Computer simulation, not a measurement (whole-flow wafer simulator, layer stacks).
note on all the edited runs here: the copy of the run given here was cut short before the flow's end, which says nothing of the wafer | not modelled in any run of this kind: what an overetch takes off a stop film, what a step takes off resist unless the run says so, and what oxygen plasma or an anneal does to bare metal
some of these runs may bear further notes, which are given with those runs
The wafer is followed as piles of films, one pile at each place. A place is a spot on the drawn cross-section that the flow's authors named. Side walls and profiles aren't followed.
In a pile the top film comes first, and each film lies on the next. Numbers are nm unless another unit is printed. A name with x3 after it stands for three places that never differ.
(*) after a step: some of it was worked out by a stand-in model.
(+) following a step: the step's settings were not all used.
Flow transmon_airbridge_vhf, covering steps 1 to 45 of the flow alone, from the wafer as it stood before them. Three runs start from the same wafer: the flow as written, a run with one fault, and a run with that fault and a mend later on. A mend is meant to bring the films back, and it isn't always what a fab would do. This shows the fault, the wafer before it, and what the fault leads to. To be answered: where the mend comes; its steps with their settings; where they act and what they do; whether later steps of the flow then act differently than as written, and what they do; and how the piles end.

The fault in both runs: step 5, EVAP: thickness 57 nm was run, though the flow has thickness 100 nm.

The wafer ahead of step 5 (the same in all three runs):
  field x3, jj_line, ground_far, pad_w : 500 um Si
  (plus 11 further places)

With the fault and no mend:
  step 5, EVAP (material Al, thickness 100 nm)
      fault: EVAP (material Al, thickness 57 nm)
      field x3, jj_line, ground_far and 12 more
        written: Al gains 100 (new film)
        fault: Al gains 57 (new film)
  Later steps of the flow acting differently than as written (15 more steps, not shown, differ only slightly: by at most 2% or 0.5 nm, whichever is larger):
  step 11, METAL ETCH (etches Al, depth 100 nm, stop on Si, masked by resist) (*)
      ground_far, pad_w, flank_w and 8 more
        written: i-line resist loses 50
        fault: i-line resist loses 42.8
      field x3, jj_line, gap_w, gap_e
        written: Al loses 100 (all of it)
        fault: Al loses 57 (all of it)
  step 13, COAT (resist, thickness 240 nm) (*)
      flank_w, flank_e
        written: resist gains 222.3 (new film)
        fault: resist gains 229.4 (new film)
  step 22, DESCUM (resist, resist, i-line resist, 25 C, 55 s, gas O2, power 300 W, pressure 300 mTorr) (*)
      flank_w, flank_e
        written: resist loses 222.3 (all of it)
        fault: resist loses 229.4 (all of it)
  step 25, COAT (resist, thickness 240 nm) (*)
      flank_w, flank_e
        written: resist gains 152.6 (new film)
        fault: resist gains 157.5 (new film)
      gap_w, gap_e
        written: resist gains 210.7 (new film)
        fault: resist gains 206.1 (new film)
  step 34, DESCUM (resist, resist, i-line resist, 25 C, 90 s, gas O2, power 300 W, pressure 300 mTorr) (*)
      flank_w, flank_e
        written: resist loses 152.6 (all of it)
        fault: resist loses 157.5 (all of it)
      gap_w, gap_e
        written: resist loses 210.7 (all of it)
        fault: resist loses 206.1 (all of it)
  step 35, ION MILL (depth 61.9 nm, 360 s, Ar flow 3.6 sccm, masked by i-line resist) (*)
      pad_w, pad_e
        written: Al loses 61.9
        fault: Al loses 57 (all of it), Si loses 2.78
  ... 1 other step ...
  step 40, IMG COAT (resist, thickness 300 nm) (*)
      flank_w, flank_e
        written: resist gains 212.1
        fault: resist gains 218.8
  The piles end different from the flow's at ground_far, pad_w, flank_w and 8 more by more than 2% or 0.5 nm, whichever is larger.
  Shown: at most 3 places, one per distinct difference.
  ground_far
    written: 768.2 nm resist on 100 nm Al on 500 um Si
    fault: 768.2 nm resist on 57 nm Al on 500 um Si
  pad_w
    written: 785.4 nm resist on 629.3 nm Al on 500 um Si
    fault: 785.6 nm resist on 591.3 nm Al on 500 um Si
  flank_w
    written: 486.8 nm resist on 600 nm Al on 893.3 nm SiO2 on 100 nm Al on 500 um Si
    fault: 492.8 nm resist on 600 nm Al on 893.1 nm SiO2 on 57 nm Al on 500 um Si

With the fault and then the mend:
  After step 10 comes the mend.
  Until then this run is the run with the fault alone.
  step 10a, STRIP (i-line resist, 80 C, 600 s) (+)
      ground_far, pad_w, flank_w and 8 more
        i-line resist loses 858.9 (all of it)
  step 10b, EVAP (material Al, thickness 43 nm) (the flow's step 5, run once more with other settings)
      field x3, jj_line, ground_far and 12 more
        Al gains 43
  step 10c, COAT (i-line resist, thickness 900 nm) (the flow's step 6, run once more)
      field x3, jj_line, ground_far and 12 more
        i-line resist gains 900 (new film)
  step 10d, SOFTBAKE (i-line resist, 90 C, 90 s) (the flow's step 7, run once more)
      does not change any film at any place that is followed
  step 10e, EXPOSE (i-line resist, thickness 900 nm, photomask AB CPW, dose 155.4 mJ/cm2, NA 0.45, wavelength 365 nm) (*) (the flow's step 8, run once more)
      does not change any film at any place that is followed
  step 10f, PEB (i-line resist, 110 C, 60 s) (the flow's step 9, run once more)
      field x3, jj_line, ground_far and 12 more
        i-line resist loses 41
  step 10g, DEVELOP (i-line resist, thickness 900 nm, developer developer-B, 60 s) (the flow's step 10, run once more)
      ground_far, pad_w, flank_w and 8 more
        i-line resist loses 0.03
      field x3, jj_line, gap_w, gap_e
        i-line resist loses 859 (all of it)
  Every later step of the flow that is run acts as written at every place that is followed.
  The piles end the same as the flow's at every place that both follow.
